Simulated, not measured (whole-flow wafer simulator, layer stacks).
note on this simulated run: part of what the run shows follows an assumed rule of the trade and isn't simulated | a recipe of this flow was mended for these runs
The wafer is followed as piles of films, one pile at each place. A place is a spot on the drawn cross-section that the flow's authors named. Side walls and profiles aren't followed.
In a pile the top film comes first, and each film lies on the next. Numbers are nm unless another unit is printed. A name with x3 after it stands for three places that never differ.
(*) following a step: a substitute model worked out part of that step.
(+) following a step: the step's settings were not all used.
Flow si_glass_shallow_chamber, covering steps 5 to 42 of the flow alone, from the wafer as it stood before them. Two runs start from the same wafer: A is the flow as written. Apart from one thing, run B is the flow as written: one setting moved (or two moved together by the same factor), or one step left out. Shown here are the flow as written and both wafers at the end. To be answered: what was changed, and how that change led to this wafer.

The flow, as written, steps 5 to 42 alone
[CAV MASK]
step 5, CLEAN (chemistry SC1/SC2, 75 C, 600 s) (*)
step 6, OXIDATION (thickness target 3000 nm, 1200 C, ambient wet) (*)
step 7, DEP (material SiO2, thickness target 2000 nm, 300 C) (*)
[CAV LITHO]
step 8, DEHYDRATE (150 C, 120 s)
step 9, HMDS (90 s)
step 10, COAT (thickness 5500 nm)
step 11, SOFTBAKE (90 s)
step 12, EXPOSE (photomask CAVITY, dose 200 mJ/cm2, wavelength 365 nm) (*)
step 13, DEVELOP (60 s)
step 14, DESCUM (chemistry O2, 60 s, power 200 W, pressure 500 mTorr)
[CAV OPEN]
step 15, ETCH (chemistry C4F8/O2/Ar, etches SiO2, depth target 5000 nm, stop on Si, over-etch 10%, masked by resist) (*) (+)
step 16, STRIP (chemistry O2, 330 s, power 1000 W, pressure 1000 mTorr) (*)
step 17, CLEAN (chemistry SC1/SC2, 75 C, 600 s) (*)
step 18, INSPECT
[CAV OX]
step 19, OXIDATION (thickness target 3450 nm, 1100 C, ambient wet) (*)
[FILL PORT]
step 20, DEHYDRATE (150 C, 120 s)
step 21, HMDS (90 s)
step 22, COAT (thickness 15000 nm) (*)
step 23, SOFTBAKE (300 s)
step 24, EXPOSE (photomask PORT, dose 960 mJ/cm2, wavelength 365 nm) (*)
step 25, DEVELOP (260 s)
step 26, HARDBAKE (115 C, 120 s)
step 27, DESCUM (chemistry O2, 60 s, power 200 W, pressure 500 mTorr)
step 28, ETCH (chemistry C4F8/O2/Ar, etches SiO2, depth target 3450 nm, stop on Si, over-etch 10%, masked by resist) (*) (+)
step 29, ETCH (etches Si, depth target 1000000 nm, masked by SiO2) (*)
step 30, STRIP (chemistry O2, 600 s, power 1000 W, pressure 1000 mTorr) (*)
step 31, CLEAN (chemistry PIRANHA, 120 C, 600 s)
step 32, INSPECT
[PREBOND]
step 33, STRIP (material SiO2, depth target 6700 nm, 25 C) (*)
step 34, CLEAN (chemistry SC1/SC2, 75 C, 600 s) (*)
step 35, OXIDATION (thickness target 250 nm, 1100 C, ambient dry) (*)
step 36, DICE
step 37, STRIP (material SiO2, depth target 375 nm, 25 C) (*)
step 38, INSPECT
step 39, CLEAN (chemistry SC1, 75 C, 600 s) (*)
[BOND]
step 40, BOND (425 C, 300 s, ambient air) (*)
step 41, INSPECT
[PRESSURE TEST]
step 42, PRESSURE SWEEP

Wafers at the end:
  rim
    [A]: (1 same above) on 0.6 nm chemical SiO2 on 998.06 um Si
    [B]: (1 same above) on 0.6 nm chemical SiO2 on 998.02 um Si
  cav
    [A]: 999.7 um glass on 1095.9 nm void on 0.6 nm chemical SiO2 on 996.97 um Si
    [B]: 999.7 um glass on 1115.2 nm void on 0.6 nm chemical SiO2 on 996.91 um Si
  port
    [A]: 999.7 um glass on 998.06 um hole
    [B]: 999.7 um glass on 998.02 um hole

What caused this: step 7, DEP: thickness target 1520 nm was run, though the flow has thickness target 2000 nm.

How this came from the change, step by step:
  step 7, DEP (material SiO2, thickness target 2000 nm, 300 C) (*)
      rim, ramp, cav, port, septum, ring: A SiO2 gains 2000 | B SiO2 gains 1520
  step 15, ETCH (chemistry C4F8/O2/Ar, etches SiO2, depth target 5000 nm, stop on Si, over-etch 10%, masked by resist) (*) (+)
      rim, ramp, septum, ring: A thick-i-line-resist loses 1100 | B thick-i-line-resist loses 994.4
      cav, port: A SiO2 loses 5000 (all of it), Si loses 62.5 | B SiO2 loses 4520 (all of it), Si loses 122.5
  step 16, STRIP (chemistry O2, 330 s, power 1000 W, pressure 1000 mTorr) (*)
      rim, ramp, septum, ring: A thick-i-line-resist loses 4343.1 (all of it) | B thick-i-line-resist loses 4448.7 (all of it)
  step 19, OXIDATION (thickness target 3450 nm, 1100 C, ambient wet) (*)
      rim, ramp, septum, ring: A SiO2 gains 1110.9, Si loses 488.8 | B SiO2 gains 1203.4, Si loses 529.5
  step 22, COAT (thickness 15000 nm) (*)
      rim: A thick-i-line-resist gains 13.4 um (new film) | B thick-i-line-resist gains 13.55 um (new film)
      ramp: A thick-i-line-resist gains 12.89 um (new film) | B thick-i-line-resist gains 13.09 um (new film)
      (also at 4 further places)
  step 23, SOFTBAKE (300 s)
      rim: A thick-i-line-resist loses 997 | B thick-i-line-resist loses 893.7
      ramp: A thick-i-line-resist loses 487.1 | B thick-i-line-resist loses 433
      (also at 4 further places)
  step 25, DEVELOP (260 s)
      port: A thick-i-line-resist loses 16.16 um (all of it) | B thick-i-line-resist loses 16.04 um (all of it)
  step 26, HARDBAKE (115 C, 120 s)
      rim, ramp: A thick-i-line-resist loses 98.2 | B thick-i-line-resist loses 101.3
  step 29, ETCH (etches Si, depth target 1000000 nm, masked by SiO2) (*)
      rim, ramp: A thick-i-line-resist loses 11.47 um (all of it), SiO2 loses 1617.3 | B thick-i-line-resist loses 11.73 um (all of it), SiO2 loses 1483
      port: A hole gains 997.05 um (new film), Si loses 997.05 um (all of it) | B hole gains 996.99 um (new film), Si loses 996.99 um (all of it)
      (also at 2 further places)
  step 30, STRIP (chemistry O2, 600 s, power 1000 W, pressure 1000 mTorr) (*)
      cav: A thick-i-line-resist loses 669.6 (all of it) | B thick-i-line-resist loses 557.7 (all of it)
  step 33, STRIP (material SiO2, depth target 6700 nm, 25 C) (*)
      rim, ramp: A SiO2 loses 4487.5 (all of it) | B SiO2 loses 4234.3 (all of it)
      septum: A SiO2 loses 5732.1 (all of it) | B SiO2 loses 5356.3 (all of it)
      (also at 1 further place)
